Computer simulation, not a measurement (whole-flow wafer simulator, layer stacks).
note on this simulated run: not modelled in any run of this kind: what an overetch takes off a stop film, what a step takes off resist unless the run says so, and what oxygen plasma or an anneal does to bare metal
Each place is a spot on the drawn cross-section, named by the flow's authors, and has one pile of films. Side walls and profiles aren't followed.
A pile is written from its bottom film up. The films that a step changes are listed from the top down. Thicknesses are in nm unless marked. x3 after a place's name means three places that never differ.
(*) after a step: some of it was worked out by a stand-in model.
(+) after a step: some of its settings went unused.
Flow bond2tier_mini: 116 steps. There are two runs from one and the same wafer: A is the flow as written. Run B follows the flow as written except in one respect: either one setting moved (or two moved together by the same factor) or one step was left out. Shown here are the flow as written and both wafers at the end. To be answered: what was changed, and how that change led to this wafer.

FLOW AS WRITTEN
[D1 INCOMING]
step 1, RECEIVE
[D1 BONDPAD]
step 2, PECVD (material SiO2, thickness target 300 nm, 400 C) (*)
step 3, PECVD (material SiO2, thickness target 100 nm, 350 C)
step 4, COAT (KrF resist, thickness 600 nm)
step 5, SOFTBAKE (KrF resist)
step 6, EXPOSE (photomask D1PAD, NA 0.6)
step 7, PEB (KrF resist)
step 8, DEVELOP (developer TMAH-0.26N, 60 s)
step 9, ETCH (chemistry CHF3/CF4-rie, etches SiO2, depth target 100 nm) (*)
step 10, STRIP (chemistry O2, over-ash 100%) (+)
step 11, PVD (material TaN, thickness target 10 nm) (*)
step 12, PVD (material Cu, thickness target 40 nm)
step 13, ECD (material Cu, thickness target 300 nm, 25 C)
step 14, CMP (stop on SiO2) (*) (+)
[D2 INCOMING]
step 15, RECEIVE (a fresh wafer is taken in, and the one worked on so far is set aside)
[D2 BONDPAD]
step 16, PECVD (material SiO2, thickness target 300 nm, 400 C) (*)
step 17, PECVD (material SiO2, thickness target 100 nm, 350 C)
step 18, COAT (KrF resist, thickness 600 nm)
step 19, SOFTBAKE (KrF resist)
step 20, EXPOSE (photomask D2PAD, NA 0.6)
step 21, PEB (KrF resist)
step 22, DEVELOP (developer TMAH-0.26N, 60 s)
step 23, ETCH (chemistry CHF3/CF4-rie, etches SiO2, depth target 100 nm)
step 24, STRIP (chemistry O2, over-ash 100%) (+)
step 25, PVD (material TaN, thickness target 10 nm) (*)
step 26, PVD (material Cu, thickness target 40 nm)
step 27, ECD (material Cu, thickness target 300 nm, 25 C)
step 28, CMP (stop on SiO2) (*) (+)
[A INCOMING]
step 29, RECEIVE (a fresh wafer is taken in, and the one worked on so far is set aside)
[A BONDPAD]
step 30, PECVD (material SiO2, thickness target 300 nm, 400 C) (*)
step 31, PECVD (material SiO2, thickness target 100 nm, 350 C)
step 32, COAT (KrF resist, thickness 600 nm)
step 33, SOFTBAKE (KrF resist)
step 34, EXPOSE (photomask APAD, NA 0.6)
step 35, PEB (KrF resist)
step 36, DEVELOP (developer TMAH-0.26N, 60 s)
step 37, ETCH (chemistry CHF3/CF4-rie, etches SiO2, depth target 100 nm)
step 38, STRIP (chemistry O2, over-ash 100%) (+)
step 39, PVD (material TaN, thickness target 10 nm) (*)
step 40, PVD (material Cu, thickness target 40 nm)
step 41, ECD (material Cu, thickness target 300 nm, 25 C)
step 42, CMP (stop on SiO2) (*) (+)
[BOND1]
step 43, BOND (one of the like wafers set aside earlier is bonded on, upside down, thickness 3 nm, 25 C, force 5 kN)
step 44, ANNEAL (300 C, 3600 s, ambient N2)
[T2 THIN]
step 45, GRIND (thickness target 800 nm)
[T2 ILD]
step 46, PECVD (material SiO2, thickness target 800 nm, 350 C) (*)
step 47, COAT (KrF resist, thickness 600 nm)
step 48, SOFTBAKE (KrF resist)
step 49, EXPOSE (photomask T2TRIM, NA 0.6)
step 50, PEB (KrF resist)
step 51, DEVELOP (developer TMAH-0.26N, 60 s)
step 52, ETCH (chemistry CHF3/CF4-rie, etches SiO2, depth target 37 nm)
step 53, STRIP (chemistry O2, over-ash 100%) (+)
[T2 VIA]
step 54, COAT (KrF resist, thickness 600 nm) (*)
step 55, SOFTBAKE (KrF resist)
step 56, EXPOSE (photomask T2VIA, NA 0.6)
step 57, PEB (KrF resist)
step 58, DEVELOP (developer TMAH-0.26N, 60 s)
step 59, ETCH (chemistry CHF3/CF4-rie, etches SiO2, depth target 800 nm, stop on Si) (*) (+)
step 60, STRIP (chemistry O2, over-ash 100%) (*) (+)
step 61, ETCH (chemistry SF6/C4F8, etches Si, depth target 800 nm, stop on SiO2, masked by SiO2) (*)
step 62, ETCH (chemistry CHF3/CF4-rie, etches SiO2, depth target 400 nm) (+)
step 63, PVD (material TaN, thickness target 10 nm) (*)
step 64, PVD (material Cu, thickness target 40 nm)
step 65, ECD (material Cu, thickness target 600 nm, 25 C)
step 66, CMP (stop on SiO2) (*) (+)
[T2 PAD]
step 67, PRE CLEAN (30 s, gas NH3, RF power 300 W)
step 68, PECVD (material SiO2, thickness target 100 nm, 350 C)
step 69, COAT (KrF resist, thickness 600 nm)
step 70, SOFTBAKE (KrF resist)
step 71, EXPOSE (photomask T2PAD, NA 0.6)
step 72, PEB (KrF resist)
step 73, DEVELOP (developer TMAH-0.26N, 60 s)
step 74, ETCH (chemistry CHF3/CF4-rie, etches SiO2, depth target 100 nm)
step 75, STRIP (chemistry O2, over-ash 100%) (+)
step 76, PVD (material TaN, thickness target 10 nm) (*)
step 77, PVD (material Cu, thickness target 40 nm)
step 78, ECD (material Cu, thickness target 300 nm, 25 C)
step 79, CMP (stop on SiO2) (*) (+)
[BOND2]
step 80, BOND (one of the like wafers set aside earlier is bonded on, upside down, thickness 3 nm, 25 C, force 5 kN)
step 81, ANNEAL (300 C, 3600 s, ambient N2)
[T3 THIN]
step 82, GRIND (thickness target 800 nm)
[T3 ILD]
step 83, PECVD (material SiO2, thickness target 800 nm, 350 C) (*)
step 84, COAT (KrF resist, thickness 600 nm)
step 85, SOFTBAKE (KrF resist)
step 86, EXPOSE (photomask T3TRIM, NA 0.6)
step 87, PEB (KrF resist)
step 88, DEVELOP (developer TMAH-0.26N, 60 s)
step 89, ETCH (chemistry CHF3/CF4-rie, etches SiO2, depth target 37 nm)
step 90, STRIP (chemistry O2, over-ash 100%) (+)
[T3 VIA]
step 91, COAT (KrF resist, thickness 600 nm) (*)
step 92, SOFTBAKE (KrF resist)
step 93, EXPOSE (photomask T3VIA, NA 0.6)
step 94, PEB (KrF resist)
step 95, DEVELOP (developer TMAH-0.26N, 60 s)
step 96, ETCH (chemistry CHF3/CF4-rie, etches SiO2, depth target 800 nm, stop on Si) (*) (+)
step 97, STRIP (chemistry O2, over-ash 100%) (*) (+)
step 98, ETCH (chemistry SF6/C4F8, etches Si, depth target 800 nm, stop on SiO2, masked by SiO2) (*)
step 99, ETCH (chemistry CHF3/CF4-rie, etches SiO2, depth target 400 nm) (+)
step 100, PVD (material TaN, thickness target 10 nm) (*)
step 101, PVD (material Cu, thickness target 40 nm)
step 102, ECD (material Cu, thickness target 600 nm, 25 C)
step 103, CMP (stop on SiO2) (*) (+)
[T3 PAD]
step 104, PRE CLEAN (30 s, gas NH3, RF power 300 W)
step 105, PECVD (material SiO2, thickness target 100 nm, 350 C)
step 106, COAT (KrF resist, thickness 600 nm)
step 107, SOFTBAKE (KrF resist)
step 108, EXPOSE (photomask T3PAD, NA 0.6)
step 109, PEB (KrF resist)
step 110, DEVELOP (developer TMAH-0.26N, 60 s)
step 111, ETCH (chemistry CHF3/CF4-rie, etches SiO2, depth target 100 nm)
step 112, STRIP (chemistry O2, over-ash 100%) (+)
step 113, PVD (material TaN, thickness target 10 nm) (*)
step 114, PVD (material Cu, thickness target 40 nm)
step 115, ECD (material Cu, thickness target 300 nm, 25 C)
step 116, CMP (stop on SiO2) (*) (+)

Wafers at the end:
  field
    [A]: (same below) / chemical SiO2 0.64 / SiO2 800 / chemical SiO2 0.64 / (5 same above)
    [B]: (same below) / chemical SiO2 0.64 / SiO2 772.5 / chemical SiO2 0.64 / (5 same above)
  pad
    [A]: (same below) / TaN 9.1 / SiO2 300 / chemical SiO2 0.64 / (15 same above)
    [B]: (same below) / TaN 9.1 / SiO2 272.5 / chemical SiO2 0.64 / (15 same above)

The reason: step 3, PECVD: thickness target 72.5 nm was run, while the flow as written has thickness target 100 nm.

The path from the change to this, step by step:
  step 3, PECVD (material SiO2, thickness target 100 nm, 350 C)
      field, pad, via: A SiO2 gains 100 | B SiO2 gains 72.5
  step 43, BOND (one of the like wafers set aside earlier is bonded on, upside down, thickness 3 nm, 25 C, force 5 kN)
      field: A Si gains 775 um (new film), chemical SiO2 gains 0.64 (new film), SiO2 gains 400 | B Si gains 775 um (new film), chemical SiO2 gains 0.64 (new film), SiO2 gains 372.5
      pad: A Si gains 775 um (new film), chemical SiO2 gains 0.64 (new film), SiO2 gains 300 (new film), TaN gains 9.1 (new film), Cu gains 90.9 | B Si gains 775 um (new film), chemical SiO2 gains 0.64 (new film), SiO2 gains 272.5 (new film), TaN gains 9.1 (new film), Cu gains 90.9
      (as well as at 1 more place)
